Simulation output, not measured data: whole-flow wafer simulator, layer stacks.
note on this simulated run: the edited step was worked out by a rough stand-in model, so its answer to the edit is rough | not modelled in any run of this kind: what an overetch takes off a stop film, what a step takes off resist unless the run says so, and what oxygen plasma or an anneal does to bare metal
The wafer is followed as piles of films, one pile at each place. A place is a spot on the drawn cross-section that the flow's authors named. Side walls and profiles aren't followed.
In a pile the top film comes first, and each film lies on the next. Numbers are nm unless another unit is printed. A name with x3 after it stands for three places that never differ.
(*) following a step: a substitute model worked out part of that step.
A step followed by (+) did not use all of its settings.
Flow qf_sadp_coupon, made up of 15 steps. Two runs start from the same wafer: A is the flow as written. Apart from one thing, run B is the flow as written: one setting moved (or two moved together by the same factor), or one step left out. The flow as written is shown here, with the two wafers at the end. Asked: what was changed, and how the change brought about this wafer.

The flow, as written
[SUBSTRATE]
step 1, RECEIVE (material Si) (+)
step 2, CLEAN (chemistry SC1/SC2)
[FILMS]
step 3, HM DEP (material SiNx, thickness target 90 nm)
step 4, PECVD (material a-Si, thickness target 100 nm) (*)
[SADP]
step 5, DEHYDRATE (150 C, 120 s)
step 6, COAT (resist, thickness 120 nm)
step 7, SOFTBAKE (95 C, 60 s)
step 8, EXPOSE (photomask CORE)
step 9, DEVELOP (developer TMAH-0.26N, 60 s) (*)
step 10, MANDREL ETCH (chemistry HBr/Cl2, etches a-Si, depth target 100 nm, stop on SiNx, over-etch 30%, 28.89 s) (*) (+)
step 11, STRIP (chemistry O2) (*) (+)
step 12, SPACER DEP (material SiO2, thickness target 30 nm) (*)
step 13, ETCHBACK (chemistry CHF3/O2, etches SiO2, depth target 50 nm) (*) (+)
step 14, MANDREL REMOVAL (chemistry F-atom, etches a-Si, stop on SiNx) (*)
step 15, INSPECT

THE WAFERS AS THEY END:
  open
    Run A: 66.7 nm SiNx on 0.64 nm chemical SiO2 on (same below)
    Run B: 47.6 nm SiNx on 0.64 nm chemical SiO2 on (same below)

Cause: step 13, ETCHBACK: depth target 70 nm was run, whereas the flow has depth target 50 nm.

Step by step, how the change led to this:
  step 13, ETCHBACK (chemistry CHF3/O2, etches SiO2, depth target 50 nm) (*) (+)
      m: A -30 SiO2 (all of it), -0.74 chemical SiO2 (all of it), -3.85 a-Si | B -30 SiO2 (all of it), -0.74 chemical SiO2 (all of it), -7.85 a-Si
      open: A -30 SiO2 (all of it), -19 SiNx | B -30 SiO2 (all of it), -38.1 SiNx
  step 14, MANDREL REMOVAL (chemistry F-atom, etches a-Si, stop on SiNx) (*)
      m: A -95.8 a-Si (all of it) | B -91.8 a-Si (all of it)
